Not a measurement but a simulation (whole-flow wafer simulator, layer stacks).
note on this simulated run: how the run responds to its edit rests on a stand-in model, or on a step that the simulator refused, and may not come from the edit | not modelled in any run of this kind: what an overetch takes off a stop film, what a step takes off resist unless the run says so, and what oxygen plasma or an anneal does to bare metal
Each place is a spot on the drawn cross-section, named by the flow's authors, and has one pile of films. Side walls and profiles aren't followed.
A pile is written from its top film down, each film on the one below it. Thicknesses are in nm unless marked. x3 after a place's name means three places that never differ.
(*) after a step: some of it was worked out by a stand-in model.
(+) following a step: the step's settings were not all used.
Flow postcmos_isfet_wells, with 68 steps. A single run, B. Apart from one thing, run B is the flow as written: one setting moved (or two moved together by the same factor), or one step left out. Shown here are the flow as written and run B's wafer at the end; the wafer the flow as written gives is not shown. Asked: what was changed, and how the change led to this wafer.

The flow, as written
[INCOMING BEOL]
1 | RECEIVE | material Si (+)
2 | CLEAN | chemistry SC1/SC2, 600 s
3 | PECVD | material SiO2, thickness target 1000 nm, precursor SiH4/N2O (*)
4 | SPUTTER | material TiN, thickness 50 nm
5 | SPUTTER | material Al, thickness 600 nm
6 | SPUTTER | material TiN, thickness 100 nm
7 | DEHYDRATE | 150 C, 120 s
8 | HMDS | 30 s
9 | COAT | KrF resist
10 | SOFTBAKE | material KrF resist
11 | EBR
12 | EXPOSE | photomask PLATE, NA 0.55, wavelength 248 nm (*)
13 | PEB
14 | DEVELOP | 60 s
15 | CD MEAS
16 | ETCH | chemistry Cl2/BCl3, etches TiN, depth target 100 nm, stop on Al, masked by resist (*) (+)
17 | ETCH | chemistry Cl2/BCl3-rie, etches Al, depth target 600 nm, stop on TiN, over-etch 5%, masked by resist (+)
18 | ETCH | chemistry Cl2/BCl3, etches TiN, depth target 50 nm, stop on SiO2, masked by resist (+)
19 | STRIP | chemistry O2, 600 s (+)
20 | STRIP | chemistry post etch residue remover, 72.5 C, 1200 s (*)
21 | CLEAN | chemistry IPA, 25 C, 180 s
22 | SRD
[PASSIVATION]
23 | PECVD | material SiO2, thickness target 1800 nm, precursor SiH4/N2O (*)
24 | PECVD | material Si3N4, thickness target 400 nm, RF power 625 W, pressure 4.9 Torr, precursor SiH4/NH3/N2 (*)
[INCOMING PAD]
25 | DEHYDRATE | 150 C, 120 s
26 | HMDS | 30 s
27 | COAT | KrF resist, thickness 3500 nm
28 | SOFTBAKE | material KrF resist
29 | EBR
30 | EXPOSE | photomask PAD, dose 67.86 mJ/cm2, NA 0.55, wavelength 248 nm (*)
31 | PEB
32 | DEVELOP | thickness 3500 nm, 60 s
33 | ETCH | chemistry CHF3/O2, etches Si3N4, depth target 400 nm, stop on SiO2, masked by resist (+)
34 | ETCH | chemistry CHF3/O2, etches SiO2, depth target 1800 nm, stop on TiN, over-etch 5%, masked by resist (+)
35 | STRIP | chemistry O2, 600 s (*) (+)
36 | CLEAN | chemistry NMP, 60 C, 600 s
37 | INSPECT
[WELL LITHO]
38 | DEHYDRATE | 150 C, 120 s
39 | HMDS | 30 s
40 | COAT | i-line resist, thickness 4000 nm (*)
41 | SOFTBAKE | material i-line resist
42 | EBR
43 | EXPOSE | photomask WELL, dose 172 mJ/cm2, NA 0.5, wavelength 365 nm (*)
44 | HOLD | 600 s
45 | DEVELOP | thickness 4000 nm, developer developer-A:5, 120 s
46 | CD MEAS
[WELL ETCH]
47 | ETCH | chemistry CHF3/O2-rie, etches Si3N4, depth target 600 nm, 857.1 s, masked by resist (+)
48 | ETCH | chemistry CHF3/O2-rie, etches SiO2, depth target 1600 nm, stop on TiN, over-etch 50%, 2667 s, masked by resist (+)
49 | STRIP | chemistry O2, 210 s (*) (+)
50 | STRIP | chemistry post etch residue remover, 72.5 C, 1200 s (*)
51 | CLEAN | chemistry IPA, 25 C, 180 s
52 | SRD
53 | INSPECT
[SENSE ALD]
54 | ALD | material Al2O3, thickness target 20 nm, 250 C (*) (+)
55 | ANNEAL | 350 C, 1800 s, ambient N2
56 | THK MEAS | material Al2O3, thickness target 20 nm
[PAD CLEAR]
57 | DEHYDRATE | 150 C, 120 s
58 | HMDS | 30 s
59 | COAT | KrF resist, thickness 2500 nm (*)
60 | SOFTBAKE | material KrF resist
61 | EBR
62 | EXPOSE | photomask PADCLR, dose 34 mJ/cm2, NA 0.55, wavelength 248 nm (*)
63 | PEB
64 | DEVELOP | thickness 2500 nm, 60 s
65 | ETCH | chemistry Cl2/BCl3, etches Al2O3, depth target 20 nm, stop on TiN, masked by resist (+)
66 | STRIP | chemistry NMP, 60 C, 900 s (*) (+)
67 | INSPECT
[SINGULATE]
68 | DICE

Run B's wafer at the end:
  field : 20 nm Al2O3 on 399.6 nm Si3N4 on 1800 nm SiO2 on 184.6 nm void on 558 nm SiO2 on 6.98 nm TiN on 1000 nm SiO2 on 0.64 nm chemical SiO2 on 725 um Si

What caused this: step 18, ETCH: depth target 42.6 nm was run, whereas the flow has depth target 50 nm.

The path from the change to this, step by step:
  18 | ETCH | chemistry Cl2/BCl3, etches TiN, depth target 50 nm, stop on SiO2, masked by resist (+)
      field: -42.6 TiN (as written it would have been: -50 TiN (all of it))
      margin, well900, well1300 x3, pad_rim, pad_clr, pad_open: -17 KrF resist (as written it would have been: -20 KrF resist)
  23 | PECVD | material SiO2, thickness target 1800 nm, precursor SiH4/N2O (*)
      field: +1800 SiO2 (new film), +184.6 void (new film), +558 SiO2 (new film) (as written it would have been: +1800 SiO2 (new film), +189.9 void (new film), +559.7 SiO2)
Taking metal films that touch as one body, field has 1 body; the flow as written gives 0 bodies.
